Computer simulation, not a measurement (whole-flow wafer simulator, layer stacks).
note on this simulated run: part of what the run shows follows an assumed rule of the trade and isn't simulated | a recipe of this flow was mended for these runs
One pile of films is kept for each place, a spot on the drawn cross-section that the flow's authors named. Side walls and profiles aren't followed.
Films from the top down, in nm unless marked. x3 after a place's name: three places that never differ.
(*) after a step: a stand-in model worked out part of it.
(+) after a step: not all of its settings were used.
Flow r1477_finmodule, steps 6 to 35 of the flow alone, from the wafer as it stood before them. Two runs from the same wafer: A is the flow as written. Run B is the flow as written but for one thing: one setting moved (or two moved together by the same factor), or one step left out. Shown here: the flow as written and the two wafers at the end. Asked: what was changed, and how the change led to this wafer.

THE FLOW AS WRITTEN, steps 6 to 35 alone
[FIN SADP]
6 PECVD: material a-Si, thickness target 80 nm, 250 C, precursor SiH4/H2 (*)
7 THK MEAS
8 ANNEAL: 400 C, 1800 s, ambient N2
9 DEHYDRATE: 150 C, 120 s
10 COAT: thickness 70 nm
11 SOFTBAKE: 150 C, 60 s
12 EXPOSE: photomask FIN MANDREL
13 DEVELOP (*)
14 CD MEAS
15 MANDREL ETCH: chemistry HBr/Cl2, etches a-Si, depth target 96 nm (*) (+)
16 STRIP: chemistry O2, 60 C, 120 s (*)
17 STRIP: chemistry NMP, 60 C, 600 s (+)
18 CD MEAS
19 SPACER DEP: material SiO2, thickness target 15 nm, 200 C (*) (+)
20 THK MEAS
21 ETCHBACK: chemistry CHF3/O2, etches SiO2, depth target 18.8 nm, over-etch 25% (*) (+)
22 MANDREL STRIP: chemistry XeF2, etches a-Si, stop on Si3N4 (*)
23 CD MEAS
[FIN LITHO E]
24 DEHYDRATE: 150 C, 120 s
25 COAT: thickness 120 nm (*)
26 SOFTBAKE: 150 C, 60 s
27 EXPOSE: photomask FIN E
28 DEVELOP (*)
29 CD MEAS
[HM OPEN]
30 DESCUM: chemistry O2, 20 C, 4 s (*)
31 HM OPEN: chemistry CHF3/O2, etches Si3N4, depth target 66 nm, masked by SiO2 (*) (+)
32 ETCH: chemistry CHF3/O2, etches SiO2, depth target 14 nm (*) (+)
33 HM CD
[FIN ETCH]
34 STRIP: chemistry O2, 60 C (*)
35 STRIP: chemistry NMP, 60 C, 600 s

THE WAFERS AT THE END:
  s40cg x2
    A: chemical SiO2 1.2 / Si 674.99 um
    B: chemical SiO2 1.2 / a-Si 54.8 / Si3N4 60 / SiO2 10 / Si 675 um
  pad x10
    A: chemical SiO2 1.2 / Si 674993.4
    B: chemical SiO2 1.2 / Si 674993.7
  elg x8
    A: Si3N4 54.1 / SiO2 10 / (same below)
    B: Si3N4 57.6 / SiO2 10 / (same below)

The cause: step 21, ETCHBACK: depth target 15.2 nm was run, where the flow has depth target 18.8 nm.

How the change led to this, step by step:
  21 ETCHBACK: chemistry CHF3/O2, etches SiO2, depth target 18.8 nm, over-etch 25% (*) (+)
      s40cg x2, s45cg x2, s50cg x2: A SiO2 -15 (all of it), chemical SiO2 -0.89 (all of it), a-Si -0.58 | B SiO2 -15 (all of it), chemical SiO2 -0.14
      pad x10, elg x8, s40sg x2, s45sg x2, s50sg x2: A SiO2 -15 (all of it), Si3N4 -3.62 | B SiO2 -15 (all of it), Si3N4 -0.15
  22 MANDREL STRIP: chemistry XeF2, etches a-Si, stop on Si3N4 (*)
      s40cg x2, s45cg x2, s50cg x2: A a-Si -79 (all of it) | B nothing
  25 COAT: thickness 120 nm (*)
      s40cg x2: A e-beam-resist +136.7 (new film) | B e-beam-resist +85.6 (new film)
      s40sg x2: A e-beam-resist +142.6 (new film) | B e-beam-resist +168.2 (new film)
      (and at 14 more places)
  28 DEVELOP (*)
      s40cg x2: A e-beam-resist -136.7 (all of it) | B e-beam-resist -85.6 (all of it)
      s40sg x2: A e-beam-resist -142.6 (all of it) | B e-beam-resist -168.2 (all of it)
      (and at 14 more places)
  31 HM OPEN: chemistry CHF3/O2, etches Si3N4, depth target 66 nm, masked by SiO2 (*) (+)
      s40cg x2, s45cg x2, s50cg x2: A Si3N4 -60 (all of it), SiO2 -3 | B chemical SiO2 -0.75 (all of it), a-Si -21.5
      pad x10, s40sg x2, s45sg x2, s50sg x2: A Si3N4 -54.1 (all of it), SiO2 -5.95 | B Si3N4 -57.6 (all of it), SiO2 -4.22
  32 ETCH: chemistry CHF3/O2, etches SiO2, depth target 14 nm (*) (+)
      s40cg x2, s45cg x2, s50cg x2: A SiO2 -7 (all of it), Si -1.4 | B a-Si -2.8
      pad x10, s40sg x2, s45sg x2, s50sg x2: A SiO2 -4.05 (all of it), Si -1.99 | B SiO2 -5.78 (all of it), Si -1.64
  34 STRIP: chemistry O2, 60 C (*)
      s40cg x2, s45cg x2, s50cg x2: A chemical SiO2 +1.2 (new film), Si -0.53 | B chemical SiO2 +1.2 (new film), a-Si -0.53
